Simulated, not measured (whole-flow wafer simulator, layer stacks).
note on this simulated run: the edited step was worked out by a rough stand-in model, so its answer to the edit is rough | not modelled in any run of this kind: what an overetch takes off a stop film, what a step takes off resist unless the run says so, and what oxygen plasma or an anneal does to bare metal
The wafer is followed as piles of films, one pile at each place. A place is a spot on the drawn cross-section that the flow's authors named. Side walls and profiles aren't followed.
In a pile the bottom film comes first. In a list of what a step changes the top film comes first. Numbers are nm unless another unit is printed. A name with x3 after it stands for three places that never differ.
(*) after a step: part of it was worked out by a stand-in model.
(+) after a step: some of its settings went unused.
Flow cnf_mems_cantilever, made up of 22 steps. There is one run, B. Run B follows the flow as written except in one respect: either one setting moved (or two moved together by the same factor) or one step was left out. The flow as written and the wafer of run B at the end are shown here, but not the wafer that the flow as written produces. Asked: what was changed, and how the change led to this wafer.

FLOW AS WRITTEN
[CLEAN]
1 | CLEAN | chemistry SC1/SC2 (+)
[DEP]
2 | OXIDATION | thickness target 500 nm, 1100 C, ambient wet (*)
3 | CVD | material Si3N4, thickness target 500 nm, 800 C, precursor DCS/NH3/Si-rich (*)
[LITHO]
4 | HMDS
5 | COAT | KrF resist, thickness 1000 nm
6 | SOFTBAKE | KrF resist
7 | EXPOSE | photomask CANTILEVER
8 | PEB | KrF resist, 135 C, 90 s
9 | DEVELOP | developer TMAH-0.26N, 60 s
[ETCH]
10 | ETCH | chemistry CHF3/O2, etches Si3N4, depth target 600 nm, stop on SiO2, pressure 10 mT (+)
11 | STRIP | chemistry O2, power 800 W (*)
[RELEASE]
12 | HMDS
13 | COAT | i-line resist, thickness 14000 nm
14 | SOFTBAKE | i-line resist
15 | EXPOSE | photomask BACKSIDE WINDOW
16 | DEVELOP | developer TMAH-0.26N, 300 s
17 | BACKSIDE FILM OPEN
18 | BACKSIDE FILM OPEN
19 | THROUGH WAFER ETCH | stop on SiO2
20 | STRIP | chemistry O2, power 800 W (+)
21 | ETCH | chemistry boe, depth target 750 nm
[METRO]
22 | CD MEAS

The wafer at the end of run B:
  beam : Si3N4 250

What caused this: step 3, CVD: thickness target 250 nm was run, though the flow has thickness target 500 nm.
One can read it off the wafer: beam has Si3N4 250, and step 3 as written asks for 500 nm.

Step by step, how the change led to this:
  3 | CVD | material Si3N4, thickness target 500 nm, 800 C, precursor DCS/NH3/Si-rich (*)
      field, beam: +250 Si3N4 (new film) (as written it would have been: +500 Si3N4 (new film))
  10 | ETCH | chemistry CHF3/O2, etches Si3N4, depth target 600 nm, stop on SiO2, pressure 10 mT (+)
      field: -250 Si3N4 (all of it) (as written it would have been: -500 Si3N4 (all of it))
      beam: -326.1 KrF resist (as written it would have been: -521.7 KrF resist)
  11 | STRIP | chemistry O2, power 800 W (*)
      beam: -615.6 KrF resist (all of it) (as written it would have been: -419.9 KrF resist (all of it))
